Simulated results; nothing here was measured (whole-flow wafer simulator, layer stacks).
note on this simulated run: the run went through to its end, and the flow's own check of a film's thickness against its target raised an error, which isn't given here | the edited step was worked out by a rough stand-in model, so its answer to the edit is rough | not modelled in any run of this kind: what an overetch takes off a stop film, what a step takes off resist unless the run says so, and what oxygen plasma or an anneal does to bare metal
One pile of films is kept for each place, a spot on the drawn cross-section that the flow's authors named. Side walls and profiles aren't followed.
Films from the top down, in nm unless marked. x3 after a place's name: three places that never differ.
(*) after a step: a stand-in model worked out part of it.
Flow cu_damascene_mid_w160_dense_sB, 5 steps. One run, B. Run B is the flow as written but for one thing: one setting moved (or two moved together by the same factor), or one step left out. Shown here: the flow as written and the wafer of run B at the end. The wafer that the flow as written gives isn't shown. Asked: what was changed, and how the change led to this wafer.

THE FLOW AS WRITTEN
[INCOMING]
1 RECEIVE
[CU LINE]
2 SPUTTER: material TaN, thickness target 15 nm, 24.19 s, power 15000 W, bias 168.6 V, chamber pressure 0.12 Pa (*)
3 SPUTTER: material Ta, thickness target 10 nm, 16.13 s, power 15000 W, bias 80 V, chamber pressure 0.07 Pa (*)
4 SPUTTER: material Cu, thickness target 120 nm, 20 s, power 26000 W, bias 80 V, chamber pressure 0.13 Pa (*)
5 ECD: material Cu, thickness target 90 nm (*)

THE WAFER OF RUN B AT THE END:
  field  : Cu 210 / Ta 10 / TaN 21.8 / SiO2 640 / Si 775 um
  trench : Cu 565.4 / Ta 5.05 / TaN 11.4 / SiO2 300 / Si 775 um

The cause: step 2, SPUTTER: thickness target 21.8 nm was run, where the flow has thickness target 15 nm; step 2, SPUTTER: 35.08 s was run, where the flow has 24.19 s.
It can be read off the wafer: field has TaN 21.8, and step 2 as written asks for 15 nm.

How the change led to this, step by step:
  2 SPUTTER: material TaN, thickness target 15 nm, 24.19 s, power 15000 W, bias 168.6 V, chamber pressure 0.12 Pa (*)
      field: TaN +21.8 (new film) (as written it would be: TaN +15 (new film))
      trench: TaN +11.4 (new film) (as written it would be: TaN +7.82 (new film))
